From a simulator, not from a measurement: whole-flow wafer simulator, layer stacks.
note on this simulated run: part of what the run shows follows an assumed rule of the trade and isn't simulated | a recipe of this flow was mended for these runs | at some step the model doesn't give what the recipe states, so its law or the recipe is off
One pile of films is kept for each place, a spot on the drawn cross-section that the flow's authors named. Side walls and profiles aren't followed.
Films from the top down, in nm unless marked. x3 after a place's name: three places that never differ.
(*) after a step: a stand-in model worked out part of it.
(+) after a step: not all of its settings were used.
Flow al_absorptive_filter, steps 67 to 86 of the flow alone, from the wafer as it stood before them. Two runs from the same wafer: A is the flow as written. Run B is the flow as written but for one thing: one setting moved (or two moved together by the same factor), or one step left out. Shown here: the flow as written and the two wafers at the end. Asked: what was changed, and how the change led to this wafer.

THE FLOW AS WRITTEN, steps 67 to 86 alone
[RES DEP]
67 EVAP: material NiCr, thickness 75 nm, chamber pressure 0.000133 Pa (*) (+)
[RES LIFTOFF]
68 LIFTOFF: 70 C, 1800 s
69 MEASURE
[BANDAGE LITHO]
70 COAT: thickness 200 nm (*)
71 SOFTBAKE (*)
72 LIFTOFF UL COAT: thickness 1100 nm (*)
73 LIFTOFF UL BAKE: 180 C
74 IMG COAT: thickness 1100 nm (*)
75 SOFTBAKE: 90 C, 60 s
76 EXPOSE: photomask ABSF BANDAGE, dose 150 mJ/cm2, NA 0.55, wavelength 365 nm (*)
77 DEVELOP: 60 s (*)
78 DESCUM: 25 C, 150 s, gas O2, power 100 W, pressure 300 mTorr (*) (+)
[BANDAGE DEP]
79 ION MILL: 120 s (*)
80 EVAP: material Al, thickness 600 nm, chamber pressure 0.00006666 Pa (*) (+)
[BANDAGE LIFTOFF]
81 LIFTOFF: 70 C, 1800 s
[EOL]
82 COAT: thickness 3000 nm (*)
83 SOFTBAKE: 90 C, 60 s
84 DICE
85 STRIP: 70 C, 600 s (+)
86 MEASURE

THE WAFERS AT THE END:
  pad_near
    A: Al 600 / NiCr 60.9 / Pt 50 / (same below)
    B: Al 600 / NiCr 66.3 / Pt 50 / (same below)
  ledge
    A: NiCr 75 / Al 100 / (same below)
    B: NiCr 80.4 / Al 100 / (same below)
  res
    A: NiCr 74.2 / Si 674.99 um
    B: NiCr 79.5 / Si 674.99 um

The cause: step 67, EVAP: thickness 80.4 nm was run, where the flow has thickness 75 nm.
It can be read off the wafer: ledge has NiCr 80.4, and step 67 as written asks for 75 nm.

How the change led to this, step by step:
  67 EVAP: material NiCr, thickness 75 nm, chamber pressure 0.000133 Pa (*) (+)
      gnd, pad_far, ledge and 9 more: A NiCr +75 (new film) | B NiCr +80.4 (new film)
      pad_near: A NiCr +74.2 (new film) | B NiCr +79.6 (new film)
      (and at 1 more place)
  68 LIFTOFF: 70 C, 1800 s
      xa_field, xl_land, idc_field: A NiCr -75 (all of it), i-line-resist -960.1 (all of it), lift-off-underlayer -1100 (all of it), acrylic-e-beam-resist -200 (all of it) | B NiCr -80.4 (all of it), i-line-resist -960.1 (all of it), lift-off-underlayer -1100 (all of it), acrylic-e-beam-resist -200 (all of it)
      gnd: A NiCr -75 (all of it), i-line-resist -959.5 (all of it), lift-off-underlayer -1100.9 (all of it), acrylic-e-beam-resist -200.6 (all of it) | B NiCr -80.4 (all of it), i-line-resist -959.5 (all of it), lift-off-underlayer -1100.9 (all of it), acrylic-e-beam-resist -200.6 (all of it)
      (and at 7 more places)
